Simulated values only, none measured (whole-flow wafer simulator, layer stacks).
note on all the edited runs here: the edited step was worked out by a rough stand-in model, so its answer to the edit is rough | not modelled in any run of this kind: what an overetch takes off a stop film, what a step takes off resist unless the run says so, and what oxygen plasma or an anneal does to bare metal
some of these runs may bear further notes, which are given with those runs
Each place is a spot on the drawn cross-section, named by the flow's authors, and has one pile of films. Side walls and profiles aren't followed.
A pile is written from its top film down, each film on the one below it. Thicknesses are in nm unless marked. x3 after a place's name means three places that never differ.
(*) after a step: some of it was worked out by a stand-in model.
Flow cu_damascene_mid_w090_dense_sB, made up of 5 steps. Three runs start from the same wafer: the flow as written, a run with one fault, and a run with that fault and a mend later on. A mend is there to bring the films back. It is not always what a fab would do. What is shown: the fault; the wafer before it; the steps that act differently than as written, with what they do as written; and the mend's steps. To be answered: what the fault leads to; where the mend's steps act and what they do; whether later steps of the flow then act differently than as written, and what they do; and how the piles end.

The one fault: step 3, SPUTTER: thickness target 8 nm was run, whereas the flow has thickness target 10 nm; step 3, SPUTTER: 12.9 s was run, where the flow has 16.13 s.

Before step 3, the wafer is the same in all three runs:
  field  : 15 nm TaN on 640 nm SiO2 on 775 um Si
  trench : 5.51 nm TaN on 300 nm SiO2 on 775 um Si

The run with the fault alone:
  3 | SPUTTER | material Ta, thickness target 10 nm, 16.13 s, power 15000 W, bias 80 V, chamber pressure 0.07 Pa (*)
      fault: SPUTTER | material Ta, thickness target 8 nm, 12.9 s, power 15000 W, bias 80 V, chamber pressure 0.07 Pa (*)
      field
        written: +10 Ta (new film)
        fault: +8 Ta (new film)
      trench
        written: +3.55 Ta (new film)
        fault: +2.84 Ta (new film)
  None of the later steps of the flow differs from how it acts as written, at any place that is followed, by more than 2% or 0.5 nm, whichever is larger.
  By the end, the piles at field, trench depart from the flow's by more than 2% or 0.5 nm, whichever is larger.
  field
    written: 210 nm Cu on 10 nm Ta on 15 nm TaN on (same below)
    fault: 210 nm Cu on 8 nm Ta on 15 nm TaN on (same below)
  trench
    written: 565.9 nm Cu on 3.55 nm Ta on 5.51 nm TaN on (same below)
    fault: 564.7 nm Cu on 2.84 nm Ta on 5.51 nm TaN on (same below)

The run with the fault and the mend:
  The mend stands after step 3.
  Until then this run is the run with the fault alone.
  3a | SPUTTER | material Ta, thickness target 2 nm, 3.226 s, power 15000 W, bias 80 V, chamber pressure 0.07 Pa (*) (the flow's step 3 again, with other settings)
      field
        +2 Ta
      trench
        +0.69 Ta
  None of the later steps of the flow acts differently than as written at any place that is followed.
  When the end is reached, the piles differ only a little from the flow's at the places that both follow, at most by 2% or 0.5 nm, whichever is larger.
